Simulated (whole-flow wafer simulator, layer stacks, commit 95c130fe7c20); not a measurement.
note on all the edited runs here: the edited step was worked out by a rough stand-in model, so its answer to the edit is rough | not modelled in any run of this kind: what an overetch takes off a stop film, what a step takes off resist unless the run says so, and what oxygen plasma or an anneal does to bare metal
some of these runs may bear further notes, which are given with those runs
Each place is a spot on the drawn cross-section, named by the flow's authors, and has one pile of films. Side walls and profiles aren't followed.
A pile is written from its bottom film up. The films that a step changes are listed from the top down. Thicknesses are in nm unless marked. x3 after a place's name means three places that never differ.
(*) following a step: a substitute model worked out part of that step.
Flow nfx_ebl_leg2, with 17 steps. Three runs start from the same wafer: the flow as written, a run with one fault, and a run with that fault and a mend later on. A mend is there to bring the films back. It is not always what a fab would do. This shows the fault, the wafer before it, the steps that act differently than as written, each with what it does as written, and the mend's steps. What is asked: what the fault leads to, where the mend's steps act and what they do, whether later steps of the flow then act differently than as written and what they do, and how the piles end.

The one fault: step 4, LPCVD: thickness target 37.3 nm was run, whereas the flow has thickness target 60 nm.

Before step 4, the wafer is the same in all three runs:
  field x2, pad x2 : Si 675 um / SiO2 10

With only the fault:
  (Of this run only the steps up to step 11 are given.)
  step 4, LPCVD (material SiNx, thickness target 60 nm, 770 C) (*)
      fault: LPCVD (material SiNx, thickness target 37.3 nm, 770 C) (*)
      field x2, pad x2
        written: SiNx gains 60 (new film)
        fault: SiNx gains 37.3 (new film)
  Later steps of the flow up to step 11 that are run all act as written at every place that is followed.
  Once step 11 is done, the piles at field x2, pad x2 depart from the flow's by more than 2% or 0.5 nm, whichever is larger.
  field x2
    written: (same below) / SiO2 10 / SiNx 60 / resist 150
    fault: (same below) / SiO2 10 / SiNx 37.3 / resist 150
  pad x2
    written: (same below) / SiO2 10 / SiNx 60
    fault: (same below) / SiO2 10 / SiNx 37.3

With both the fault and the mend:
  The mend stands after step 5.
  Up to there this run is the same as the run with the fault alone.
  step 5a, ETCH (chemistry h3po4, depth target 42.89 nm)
      field x2, pad x2
        SiNx loses 37.3 (all of it)
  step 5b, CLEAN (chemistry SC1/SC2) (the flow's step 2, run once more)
      leaves every film unchanged at each place that is followed
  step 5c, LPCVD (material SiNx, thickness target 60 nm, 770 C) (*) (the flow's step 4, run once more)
      field x2, pad x2
        SiNx gains 60 (new film)
  Later steps of the flow that are run all act as written at every place that is followed.
  At every place that both follow, the piles at the end match the flow's.
